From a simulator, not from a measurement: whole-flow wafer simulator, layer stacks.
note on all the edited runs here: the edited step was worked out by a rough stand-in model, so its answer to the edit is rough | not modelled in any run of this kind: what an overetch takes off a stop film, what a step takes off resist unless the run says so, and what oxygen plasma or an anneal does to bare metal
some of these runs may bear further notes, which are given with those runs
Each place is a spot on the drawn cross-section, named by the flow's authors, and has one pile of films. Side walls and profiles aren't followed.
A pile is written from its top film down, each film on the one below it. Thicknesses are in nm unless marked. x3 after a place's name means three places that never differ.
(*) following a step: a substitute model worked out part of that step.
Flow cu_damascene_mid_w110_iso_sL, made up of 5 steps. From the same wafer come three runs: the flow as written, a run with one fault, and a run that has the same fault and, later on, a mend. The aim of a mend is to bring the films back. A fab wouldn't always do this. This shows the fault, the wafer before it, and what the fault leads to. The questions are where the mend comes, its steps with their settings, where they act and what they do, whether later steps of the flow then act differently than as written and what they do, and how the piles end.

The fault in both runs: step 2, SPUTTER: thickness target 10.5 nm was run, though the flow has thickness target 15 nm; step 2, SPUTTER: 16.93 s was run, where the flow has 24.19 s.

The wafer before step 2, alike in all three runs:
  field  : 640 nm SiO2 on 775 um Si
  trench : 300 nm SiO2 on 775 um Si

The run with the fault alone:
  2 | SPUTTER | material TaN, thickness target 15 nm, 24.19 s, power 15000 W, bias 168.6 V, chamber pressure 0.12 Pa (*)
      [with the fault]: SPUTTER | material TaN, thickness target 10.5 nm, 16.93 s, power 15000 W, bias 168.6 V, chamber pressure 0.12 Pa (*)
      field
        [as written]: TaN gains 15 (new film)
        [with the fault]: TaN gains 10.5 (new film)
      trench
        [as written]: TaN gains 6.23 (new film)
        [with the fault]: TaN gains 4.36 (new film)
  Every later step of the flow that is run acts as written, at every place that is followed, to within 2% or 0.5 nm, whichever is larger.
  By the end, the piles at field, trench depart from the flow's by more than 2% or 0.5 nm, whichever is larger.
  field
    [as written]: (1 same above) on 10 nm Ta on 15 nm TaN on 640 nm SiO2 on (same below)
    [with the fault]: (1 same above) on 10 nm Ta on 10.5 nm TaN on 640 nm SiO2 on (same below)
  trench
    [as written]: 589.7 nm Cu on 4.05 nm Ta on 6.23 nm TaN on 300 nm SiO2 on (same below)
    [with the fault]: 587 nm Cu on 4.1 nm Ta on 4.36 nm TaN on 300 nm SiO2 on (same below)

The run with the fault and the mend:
  The mend stands after step 2.
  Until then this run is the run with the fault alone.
  2a | SPUTTER | material TaN, thickness target 4.5 nm, 7.257 s, power 15000 W, bias 168.6 V, chamber pressure 0.12 Pa (*) (the flow's step 2 again, with other settings)
      field
        TaN gains 4.5
      trench
        TaN gains 1.8
  Every later step of the flow that is run acts as written, at every place that is followed, to within 2% or 0.5 nm, whichever is larger.
  When the end is reached, the piles differ only a little from the flow's at the places that both follow, at most by 2% or 0.5 nm, whichever is larger.
